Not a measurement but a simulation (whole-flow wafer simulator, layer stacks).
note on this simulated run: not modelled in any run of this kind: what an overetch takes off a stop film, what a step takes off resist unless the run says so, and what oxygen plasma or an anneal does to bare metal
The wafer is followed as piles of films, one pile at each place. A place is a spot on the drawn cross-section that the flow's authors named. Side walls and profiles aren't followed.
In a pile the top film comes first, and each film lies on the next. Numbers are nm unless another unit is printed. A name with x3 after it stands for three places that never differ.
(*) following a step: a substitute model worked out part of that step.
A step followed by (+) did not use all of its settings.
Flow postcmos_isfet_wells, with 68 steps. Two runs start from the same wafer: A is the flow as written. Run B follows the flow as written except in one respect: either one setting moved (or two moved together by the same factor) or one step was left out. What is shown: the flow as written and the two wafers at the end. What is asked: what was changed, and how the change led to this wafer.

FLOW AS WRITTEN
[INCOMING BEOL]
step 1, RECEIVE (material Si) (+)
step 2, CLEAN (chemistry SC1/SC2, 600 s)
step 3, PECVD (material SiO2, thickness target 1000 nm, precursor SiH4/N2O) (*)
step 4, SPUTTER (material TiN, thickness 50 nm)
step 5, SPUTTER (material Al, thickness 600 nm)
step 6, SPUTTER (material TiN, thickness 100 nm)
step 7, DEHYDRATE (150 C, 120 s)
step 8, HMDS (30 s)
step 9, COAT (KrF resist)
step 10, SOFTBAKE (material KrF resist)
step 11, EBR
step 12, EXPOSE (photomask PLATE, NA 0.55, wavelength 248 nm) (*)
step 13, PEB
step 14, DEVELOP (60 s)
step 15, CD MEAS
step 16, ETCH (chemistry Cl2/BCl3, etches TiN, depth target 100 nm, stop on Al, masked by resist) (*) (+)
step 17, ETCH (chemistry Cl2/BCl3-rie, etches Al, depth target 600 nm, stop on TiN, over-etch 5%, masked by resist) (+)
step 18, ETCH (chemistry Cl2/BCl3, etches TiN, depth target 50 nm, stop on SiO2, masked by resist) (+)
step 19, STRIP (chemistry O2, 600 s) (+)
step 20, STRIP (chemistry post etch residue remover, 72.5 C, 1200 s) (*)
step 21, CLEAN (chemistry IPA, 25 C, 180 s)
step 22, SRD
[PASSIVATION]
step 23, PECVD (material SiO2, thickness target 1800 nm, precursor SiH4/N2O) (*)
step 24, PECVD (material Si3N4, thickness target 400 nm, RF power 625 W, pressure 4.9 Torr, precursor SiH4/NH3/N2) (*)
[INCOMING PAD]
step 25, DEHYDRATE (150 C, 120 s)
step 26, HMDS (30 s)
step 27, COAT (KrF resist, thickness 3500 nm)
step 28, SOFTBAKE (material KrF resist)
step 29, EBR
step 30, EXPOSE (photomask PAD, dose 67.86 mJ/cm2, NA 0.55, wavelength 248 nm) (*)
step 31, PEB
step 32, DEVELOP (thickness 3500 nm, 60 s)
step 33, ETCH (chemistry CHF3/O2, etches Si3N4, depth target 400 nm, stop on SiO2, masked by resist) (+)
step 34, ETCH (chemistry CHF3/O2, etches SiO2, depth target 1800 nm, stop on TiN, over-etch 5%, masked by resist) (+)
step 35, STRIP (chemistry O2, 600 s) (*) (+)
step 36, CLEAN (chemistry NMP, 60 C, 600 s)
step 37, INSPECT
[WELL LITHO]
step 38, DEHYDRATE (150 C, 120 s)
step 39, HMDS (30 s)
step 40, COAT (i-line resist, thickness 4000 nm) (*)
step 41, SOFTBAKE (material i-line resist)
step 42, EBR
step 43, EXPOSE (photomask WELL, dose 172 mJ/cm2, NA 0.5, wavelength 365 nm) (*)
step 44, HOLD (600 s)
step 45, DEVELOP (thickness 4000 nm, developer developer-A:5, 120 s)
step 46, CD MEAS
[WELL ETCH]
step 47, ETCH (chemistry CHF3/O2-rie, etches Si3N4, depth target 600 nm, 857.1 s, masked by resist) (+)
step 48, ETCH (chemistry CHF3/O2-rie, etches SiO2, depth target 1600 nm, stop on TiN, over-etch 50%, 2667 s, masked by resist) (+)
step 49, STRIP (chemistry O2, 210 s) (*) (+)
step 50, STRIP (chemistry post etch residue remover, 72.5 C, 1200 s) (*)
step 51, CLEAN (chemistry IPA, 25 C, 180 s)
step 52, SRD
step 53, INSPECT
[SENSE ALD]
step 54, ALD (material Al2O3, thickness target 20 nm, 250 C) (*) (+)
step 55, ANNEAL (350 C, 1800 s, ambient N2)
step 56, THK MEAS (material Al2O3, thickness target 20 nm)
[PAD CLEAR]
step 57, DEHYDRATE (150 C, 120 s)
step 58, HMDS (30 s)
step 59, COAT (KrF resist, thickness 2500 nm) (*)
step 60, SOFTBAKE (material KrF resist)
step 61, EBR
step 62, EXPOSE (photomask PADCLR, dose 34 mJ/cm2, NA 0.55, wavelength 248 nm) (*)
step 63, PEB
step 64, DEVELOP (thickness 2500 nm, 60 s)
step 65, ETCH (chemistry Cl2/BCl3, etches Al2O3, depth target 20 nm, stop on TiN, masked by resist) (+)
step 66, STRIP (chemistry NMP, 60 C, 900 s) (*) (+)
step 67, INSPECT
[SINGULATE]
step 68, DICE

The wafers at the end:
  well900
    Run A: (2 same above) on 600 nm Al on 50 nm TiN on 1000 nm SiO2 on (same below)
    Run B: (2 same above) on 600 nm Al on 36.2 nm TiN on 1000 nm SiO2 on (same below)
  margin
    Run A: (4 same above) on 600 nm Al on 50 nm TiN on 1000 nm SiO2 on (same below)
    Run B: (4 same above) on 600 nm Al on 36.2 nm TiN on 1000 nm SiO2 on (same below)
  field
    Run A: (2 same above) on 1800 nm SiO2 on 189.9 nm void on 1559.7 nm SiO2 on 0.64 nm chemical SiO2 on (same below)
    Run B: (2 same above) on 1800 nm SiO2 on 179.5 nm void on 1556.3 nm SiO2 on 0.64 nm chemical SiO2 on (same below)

Cause: step 4, SPUTTER: thickness 36.2 nm was run, whereas the flow has thickness 50 nm.
The wafer lets one read it off: well900 has TiN 36.2, and step 4 as written asks for 50 nm.

The path from the change to this, step by step:
  step 4, SPUTTER (material TiN, thickness 50 nm)
      field, margin, well900, well1300 x3, pad_rim, pad_clr, pad_open: A +50 TiN (new film) | B +36.2 TiN (new film)
  step 18, ETCH (chemistry Cl2/BCl3, etches TiN, depth target 50 nm, stop on SiO2, masked by resist) (+)
      field: A -50 TiN (all of it) | B -36.2 TiN (all of it)
  step 23, PECVD (material SiO2, thickness target 1800 nm, precursor SiH4/N2O) (*)
      field: A +1800 SiO2 (new film), +189.9 void (new film), +559.7 SiO2 | B +1800 SiO2 (new film), +179.5 void (new film), +556.3 SiO2
